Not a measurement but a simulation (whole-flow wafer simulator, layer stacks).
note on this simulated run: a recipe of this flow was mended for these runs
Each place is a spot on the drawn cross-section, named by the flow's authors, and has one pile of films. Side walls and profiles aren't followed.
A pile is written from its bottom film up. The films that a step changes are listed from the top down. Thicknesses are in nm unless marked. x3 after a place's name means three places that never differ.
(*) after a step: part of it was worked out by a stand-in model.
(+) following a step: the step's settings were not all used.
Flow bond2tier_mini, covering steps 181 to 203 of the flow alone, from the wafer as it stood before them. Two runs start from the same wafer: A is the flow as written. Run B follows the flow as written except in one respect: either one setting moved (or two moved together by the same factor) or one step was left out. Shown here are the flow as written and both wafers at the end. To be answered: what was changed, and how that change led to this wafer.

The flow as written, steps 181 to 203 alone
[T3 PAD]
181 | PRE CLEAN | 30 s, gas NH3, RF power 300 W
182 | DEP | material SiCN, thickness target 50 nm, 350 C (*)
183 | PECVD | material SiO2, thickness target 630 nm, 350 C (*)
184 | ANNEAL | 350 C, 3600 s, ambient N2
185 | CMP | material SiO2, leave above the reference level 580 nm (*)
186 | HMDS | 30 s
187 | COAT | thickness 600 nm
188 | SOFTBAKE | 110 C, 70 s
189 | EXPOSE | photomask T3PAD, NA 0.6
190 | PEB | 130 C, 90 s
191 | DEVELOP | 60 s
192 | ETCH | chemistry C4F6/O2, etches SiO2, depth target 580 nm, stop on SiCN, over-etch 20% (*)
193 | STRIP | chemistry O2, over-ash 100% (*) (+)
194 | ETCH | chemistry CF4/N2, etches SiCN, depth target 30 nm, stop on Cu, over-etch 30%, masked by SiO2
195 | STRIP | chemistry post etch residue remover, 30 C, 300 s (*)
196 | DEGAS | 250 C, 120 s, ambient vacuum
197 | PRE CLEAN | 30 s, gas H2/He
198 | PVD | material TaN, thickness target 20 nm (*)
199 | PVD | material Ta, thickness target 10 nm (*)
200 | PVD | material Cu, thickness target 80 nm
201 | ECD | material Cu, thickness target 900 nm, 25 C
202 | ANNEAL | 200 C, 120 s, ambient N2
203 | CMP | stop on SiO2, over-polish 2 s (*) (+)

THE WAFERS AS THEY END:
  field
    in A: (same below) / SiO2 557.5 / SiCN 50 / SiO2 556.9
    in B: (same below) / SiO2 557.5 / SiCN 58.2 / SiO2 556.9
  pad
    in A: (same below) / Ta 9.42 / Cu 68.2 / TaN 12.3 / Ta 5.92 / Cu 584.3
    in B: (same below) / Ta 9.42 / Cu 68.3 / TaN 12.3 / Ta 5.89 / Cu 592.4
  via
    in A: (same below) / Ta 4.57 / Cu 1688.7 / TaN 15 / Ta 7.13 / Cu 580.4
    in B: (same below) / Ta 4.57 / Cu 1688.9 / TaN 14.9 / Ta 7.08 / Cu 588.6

The reason: step 182, DEP: thickness target 58.2 nm was run, though the flow has thickness target 50 nm.
The wafer itself shows it: field has SiCN 58.2, and step 182 as written asks for 50 nm.

Step by step, how the change led to this:
  182 | DEP | material SiCN, thickness target 50 nm, 350 C (*)
      field, pad, via: A SiCN gains 50 (new film) | B SiCN gains 58.2 (new film)
  194 | ETCH | chemistry CF4/N2, etches SiCN, depth target 30 nm, stop on Cu, over-etch 30%, masked by SiO2
      pad: A SiCN loses 30.4 (all of it), Cu loses 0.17 | B SiCN loses 38.6 (all of it)
      via: A SiCN loses 30.4 (all of it), Cu loses 0.17 | B SiCN loses 38.6 (all of it), Cu loses 0.01
